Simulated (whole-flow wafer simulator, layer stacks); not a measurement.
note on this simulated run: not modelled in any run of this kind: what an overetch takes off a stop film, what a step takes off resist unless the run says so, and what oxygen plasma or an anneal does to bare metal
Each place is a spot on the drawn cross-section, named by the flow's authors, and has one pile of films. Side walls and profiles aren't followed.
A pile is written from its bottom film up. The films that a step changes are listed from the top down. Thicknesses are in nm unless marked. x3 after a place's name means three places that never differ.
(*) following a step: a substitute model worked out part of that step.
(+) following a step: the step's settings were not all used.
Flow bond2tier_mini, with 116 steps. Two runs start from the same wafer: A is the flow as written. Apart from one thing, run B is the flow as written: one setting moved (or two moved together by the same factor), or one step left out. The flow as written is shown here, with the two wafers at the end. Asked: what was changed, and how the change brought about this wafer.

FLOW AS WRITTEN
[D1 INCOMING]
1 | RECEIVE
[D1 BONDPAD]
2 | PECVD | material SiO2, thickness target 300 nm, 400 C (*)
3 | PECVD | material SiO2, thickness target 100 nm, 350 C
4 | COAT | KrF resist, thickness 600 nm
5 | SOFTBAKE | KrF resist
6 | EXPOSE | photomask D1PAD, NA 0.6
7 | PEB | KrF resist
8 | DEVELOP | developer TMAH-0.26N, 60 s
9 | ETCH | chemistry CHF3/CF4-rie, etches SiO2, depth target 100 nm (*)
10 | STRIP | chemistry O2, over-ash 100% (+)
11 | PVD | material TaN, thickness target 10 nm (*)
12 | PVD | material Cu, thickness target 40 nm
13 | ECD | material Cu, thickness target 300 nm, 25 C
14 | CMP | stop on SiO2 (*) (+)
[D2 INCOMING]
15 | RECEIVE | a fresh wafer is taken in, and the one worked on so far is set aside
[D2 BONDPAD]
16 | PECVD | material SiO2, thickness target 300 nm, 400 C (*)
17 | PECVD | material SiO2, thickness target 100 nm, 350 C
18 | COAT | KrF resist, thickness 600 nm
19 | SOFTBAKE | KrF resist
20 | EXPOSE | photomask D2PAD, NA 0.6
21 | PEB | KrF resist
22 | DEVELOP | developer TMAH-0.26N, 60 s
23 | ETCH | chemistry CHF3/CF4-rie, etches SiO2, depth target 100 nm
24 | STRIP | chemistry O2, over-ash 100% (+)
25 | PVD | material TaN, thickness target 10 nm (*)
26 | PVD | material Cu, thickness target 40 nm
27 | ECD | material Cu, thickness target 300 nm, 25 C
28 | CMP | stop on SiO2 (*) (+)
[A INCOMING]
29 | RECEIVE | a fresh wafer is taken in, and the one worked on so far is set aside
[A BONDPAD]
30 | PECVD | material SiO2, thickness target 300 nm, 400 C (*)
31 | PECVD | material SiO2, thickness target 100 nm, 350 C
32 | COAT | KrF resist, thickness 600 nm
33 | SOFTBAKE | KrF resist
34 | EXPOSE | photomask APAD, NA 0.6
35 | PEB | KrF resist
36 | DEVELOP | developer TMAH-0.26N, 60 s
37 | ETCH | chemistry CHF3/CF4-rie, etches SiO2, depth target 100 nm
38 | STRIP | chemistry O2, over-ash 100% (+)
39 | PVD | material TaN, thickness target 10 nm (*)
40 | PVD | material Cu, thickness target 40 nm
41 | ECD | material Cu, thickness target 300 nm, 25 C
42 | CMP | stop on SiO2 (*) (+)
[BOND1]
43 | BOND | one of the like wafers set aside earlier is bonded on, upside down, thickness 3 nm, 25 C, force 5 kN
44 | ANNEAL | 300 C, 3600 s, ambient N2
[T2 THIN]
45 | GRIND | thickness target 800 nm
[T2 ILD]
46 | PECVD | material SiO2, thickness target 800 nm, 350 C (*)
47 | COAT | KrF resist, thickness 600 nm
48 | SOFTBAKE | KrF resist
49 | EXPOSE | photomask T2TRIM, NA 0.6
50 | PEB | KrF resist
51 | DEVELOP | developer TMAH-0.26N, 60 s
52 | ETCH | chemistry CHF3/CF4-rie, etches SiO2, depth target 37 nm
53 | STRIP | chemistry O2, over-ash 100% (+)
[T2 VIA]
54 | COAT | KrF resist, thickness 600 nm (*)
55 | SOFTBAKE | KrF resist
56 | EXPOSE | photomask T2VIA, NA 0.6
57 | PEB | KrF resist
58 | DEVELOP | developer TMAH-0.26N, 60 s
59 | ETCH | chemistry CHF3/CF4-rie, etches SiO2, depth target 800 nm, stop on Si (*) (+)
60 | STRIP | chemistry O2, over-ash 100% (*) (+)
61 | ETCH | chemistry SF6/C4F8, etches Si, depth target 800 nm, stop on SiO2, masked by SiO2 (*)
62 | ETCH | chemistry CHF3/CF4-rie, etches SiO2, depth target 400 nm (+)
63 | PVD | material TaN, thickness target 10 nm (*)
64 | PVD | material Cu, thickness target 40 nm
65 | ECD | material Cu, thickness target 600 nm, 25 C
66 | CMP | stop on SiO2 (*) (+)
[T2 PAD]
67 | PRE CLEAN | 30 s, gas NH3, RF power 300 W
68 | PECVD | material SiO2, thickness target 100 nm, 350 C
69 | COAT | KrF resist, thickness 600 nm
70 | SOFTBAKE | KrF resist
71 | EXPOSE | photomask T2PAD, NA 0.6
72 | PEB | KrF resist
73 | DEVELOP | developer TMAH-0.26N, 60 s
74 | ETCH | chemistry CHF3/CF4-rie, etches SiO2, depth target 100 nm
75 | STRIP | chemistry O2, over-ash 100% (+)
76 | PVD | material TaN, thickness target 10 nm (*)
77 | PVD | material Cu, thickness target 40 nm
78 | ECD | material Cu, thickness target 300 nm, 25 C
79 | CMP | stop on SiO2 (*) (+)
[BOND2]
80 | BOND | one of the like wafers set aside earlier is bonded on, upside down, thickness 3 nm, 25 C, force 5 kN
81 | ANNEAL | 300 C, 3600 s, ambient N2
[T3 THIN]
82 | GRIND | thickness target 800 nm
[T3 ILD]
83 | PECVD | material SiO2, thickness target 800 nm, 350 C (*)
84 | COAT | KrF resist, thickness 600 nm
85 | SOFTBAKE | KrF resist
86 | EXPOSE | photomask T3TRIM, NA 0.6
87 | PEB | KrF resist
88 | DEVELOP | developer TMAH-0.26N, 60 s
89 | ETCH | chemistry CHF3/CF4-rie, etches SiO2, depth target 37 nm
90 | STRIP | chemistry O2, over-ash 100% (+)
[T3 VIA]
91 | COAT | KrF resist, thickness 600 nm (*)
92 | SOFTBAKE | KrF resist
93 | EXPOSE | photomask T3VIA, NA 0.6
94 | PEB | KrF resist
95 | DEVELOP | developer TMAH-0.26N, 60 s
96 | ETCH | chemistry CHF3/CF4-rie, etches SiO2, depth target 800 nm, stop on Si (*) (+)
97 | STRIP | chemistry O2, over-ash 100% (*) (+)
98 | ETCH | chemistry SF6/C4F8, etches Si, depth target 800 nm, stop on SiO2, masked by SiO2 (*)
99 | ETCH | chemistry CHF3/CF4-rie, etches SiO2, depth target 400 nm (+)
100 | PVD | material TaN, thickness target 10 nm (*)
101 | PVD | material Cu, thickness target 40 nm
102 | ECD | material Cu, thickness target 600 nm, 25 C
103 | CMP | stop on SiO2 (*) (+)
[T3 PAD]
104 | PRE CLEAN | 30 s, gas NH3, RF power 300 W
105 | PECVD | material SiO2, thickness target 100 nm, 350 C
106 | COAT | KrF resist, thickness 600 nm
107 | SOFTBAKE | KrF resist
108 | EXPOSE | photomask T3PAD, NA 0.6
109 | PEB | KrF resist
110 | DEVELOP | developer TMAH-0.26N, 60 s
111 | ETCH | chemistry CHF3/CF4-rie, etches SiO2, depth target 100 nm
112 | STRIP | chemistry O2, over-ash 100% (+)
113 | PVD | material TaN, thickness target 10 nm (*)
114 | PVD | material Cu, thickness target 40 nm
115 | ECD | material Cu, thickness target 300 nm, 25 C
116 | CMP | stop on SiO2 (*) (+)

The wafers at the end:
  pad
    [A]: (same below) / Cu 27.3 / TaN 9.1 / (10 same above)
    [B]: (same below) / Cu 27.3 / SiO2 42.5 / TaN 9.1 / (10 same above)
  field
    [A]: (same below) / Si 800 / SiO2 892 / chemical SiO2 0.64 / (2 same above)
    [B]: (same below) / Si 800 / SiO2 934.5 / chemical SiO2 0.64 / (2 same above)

What caused this: step 68, PECVD: thickness target 142.5 nm was run, whereas the flow has thickness target 100 nm.

The path from the change to this, step by step:
  68 | PECVD | material SiO2, thickness target 100 nm, 350 C
      field: A +100 SiO2 | B +142.5 SiO2
      pad: A +100 SiO2 (new film) | B +142.5 SiO2 (new film)
  74 | ETCH | chemistry CHF3/CF4-rie, etches SiO2, depth target 100 nm
      pad: A -100 SiO2 (all of it) | B -100 SiO2
If metal films that touch count as one body, pad has 4 bodies (between them, from the top down: SiO2 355 / Si 800 / chemical SiO2 0.64 / SiO2 300; SiO2 42.5; SiO2 355 / Si 800 / chemical SiO2 0.64 / SiO2 300); the flow as written gives 3 bodies (between them, from the top down: SiO2 355 / Si 800 / chemical SiO2 0.64 / SiO2 300; SiO2 355 / Si 800 / chemical SiO2 0.64 / SiO2 300).
